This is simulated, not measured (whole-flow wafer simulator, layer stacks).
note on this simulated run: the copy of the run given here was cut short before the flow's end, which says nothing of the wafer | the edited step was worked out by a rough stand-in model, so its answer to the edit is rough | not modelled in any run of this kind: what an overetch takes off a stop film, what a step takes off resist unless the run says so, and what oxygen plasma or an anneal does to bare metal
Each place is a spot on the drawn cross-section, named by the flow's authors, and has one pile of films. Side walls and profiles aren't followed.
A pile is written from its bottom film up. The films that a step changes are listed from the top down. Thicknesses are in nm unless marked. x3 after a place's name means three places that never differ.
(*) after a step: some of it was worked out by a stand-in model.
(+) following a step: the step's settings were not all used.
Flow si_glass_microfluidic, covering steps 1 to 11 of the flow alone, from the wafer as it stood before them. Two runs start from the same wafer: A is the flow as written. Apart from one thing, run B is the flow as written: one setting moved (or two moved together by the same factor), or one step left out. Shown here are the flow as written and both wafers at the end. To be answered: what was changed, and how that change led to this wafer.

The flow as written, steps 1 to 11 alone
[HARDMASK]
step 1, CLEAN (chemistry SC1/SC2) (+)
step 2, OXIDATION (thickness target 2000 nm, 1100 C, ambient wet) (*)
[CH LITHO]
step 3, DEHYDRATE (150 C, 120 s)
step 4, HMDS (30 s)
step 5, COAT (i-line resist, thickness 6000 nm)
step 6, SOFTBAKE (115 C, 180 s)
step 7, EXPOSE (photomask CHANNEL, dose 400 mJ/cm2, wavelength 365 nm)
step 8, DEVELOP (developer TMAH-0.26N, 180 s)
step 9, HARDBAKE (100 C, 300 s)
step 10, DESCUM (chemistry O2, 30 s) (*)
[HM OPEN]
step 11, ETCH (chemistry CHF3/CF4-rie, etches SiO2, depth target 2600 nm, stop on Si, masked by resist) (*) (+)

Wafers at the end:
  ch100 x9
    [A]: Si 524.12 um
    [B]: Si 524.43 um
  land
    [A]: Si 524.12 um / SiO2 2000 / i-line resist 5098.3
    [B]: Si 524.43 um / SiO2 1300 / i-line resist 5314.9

The reason: step 2, OXIDATION: thickness target 1300 nm was run, whereas the flow has thickness target 2000 nm.
The wafer itself shows it: land has SiO2 1300, and step 2 as written asks for 2000 nm.

Step by step, how the change led to this:
  step 2, OXIDATION (thickness target 2000 nm, 1100 C, ambient wet) (*)
      land, ch100 x9: A SiO2 gains 2000 (new film), chemical SiO2 loses 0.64 (all of it), Si loses 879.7 | B SiO2 gains 1300 (new film), chemical SiO2 loses 0.64 (all of it), Si loses 571.7
  step 11, ETCH (chemistry CHF3/CF4-rie, etches SiO2, depth target 2600 nm, stop on Si, masked by resist) (*) (+)
      ch100 x9: A SiO2 loses 2000 (all of it) | B SiO2 loses 1300 (all of it)
      land: A i-line resist loses 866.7 | B i-line resist loses 650
